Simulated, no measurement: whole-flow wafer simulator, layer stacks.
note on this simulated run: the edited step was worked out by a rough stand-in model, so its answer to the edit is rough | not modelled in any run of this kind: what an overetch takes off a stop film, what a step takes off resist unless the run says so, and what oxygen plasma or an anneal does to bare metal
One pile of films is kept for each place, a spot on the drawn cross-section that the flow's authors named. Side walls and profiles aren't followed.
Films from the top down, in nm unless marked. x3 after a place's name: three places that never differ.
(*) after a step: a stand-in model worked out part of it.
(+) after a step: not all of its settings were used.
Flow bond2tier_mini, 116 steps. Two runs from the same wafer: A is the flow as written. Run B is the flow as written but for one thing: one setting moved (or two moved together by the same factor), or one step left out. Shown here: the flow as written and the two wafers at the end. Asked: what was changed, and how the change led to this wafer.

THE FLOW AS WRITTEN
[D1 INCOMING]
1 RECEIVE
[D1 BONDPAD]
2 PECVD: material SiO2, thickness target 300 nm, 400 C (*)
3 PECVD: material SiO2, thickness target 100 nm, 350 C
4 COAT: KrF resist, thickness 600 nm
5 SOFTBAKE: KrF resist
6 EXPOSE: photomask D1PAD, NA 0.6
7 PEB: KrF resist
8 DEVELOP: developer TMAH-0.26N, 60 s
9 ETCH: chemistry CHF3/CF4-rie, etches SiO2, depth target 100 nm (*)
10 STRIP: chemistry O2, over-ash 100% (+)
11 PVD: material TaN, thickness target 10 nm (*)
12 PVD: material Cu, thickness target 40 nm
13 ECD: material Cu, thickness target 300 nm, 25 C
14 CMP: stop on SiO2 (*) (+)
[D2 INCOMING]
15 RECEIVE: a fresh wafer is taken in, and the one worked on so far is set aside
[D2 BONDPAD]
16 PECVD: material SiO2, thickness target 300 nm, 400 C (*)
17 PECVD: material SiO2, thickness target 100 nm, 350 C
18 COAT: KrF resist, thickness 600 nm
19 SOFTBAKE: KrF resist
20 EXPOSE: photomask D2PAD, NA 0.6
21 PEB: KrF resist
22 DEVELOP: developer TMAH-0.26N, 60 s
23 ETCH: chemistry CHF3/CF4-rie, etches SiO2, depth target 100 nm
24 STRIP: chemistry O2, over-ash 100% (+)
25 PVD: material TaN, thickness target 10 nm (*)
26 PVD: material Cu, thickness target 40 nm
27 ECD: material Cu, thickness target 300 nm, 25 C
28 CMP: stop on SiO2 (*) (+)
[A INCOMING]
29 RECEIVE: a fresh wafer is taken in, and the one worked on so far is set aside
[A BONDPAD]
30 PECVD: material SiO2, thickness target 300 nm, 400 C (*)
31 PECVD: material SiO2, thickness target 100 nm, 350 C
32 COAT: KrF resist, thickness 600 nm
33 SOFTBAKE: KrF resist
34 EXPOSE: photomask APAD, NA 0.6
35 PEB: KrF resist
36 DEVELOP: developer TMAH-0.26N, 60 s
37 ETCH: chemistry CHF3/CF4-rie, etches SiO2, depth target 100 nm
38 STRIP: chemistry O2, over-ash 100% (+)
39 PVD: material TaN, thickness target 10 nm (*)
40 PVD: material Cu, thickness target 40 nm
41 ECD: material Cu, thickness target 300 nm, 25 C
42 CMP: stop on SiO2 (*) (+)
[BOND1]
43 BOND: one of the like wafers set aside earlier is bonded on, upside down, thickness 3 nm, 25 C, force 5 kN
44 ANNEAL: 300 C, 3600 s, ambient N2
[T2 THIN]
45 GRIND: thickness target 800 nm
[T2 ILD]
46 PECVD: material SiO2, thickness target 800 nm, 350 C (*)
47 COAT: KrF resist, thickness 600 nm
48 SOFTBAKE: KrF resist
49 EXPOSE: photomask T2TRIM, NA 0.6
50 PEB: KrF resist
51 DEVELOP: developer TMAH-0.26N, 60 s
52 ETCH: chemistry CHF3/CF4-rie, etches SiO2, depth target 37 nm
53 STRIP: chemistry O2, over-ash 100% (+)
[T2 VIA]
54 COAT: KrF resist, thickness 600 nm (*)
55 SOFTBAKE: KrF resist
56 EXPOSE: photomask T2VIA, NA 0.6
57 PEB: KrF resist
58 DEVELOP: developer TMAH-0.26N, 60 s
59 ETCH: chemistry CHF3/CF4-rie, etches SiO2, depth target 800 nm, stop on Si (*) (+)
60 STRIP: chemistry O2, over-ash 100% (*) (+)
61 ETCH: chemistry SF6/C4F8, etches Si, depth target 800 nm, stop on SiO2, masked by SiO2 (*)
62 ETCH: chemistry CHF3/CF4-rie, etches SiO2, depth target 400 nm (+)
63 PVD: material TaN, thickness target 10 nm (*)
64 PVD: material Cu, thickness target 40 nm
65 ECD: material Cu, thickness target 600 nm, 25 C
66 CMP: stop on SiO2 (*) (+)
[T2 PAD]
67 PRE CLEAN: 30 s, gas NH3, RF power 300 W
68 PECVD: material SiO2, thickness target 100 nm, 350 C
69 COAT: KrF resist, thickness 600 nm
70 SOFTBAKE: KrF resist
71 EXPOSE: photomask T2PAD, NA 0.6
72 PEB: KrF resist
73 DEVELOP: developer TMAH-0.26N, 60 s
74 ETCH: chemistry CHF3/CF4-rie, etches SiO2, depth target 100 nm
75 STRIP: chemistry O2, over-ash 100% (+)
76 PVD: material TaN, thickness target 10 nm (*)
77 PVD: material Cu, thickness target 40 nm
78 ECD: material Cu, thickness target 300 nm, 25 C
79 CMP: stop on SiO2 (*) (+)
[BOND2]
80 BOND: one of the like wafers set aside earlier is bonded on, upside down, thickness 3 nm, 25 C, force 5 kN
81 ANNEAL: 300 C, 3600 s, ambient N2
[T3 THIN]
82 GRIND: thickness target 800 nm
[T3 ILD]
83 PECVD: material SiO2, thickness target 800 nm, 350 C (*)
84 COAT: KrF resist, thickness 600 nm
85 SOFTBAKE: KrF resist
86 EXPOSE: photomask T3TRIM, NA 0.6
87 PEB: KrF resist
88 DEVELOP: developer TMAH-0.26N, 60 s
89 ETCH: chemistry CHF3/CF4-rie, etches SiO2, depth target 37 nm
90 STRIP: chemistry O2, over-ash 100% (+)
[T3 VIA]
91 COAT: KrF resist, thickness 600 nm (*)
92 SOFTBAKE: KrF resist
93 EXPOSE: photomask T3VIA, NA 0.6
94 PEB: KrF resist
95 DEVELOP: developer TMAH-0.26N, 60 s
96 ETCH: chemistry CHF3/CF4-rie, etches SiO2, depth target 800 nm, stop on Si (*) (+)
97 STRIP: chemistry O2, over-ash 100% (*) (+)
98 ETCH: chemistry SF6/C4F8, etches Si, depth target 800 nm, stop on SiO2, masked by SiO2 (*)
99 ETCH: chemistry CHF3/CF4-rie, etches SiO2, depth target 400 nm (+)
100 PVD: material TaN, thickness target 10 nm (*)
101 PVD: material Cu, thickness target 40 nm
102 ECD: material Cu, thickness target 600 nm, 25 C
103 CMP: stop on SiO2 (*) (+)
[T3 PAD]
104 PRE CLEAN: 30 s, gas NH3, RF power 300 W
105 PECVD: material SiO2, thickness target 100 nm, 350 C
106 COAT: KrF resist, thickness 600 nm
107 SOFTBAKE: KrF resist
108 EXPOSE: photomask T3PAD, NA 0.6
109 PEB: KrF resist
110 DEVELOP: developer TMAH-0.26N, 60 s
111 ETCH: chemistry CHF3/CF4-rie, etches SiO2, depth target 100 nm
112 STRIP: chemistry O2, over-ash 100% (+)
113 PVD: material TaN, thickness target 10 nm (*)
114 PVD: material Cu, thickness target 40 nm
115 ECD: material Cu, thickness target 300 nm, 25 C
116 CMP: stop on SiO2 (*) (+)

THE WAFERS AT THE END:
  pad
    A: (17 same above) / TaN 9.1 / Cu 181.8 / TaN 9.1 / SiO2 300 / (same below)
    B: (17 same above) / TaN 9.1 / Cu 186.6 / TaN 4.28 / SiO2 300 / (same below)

The cause: step 39, PVD: thickness target 4.7 nm was run, where the flow has thickness target 10 nm.

How the change led to this, step by step:
  39 PVD: material TaN, thickness target 10 nm (*)
      field: A TaN +10 (new film) | B TaN +4.7 (new film)
      pad: A TaN +9.1 (new film) | B TaN +4.28 (new film)
      (and at 1 more place)
  42 CMP: stop on SiO2 (*) (+)
      field: A Cu -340 (all of it), TaN -10 (all of it) | B Cu -340 (all of it), TaN -4.7 (all of it)
